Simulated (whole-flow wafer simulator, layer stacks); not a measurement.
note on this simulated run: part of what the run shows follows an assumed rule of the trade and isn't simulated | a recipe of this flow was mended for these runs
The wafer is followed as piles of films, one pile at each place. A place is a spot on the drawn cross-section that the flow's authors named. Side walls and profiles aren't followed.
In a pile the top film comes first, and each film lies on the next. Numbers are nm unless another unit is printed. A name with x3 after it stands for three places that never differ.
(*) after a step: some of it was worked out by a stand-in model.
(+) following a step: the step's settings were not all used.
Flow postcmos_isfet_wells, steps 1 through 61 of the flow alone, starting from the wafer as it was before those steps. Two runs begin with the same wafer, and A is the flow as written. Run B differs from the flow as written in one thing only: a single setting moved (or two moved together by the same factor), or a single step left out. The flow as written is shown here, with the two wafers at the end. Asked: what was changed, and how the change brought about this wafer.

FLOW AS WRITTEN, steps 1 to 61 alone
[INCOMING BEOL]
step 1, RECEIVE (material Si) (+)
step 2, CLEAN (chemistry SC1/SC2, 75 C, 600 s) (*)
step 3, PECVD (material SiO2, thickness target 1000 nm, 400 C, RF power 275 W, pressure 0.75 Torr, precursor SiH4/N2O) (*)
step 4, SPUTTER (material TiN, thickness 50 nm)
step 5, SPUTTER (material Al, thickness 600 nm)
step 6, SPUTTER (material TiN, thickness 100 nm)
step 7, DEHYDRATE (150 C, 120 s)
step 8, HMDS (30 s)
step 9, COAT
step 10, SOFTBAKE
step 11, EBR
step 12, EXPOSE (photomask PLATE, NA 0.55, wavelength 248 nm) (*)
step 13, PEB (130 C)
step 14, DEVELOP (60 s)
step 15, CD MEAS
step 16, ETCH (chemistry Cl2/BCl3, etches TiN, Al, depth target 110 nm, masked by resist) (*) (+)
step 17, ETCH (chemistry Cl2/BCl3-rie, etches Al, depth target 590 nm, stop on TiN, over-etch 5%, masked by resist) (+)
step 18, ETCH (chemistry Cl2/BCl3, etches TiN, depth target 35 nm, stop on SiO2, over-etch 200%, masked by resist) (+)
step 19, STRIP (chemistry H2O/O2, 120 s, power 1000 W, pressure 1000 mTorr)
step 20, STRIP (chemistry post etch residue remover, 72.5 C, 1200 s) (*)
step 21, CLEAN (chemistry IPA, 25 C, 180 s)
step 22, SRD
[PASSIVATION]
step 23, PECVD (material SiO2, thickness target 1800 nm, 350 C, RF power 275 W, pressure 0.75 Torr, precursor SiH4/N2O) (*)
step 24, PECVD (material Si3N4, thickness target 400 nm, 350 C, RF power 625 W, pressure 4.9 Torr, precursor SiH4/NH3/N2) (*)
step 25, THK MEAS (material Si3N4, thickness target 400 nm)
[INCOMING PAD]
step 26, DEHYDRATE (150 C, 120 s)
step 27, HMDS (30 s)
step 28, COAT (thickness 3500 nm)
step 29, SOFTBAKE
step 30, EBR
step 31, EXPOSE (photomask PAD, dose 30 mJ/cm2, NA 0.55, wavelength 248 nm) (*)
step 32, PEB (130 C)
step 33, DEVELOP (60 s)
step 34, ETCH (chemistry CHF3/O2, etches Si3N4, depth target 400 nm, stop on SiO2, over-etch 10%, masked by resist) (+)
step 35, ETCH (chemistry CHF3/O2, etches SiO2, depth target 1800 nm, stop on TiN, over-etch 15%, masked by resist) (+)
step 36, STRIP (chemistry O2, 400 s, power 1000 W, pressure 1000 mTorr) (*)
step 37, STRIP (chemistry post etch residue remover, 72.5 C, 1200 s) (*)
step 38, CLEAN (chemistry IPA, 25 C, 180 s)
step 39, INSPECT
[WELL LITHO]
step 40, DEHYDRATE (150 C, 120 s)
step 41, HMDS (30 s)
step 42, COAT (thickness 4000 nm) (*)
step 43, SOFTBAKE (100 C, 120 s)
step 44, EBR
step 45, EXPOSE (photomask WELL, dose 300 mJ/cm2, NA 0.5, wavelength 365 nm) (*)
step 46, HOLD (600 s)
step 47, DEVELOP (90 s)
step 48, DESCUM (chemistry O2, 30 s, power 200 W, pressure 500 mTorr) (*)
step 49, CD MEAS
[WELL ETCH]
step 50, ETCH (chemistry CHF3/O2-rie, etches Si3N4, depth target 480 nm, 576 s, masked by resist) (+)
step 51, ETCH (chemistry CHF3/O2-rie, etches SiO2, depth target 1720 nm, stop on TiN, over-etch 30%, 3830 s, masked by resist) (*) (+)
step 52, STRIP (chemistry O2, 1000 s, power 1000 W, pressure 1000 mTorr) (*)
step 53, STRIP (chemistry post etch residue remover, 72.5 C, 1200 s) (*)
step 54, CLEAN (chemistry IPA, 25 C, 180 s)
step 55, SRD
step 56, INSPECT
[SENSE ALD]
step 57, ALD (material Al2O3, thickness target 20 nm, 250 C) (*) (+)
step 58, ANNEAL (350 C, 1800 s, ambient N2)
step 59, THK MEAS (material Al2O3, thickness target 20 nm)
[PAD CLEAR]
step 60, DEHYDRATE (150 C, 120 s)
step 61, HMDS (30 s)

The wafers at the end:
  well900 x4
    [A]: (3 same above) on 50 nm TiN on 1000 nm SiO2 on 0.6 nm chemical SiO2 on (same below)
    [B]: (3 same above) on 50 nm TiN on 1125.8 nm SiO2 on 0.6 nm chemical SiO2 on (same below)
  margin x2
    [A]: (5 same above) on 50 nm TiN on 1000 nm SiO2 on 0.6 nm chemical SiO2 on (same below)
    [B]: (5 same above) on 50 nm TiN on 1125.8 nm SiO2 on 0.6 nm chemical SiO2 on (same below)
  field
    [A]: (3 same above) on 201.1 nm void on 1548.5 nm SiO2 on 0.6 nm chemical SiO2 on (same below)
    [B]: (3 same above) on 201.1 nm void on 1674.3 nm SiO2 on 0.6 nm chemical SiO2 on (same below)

Cause: step 3, PECVD: RF power 358 W was run, while the flow as written has RF power 275 W.

Step by step, how the change led to this:
  step 3, PECVD (material SiO2, thickness target 1000 nm, 400 C, RF power 275 W, pressure 0.75 Torr, precursor SiH4/N2O) (*)
      field, margin x2, well900 x4, pad_clr, pad_open: A SiO2 gains 1000 (new film) | B SiO2 gains 1125.8 (new film)
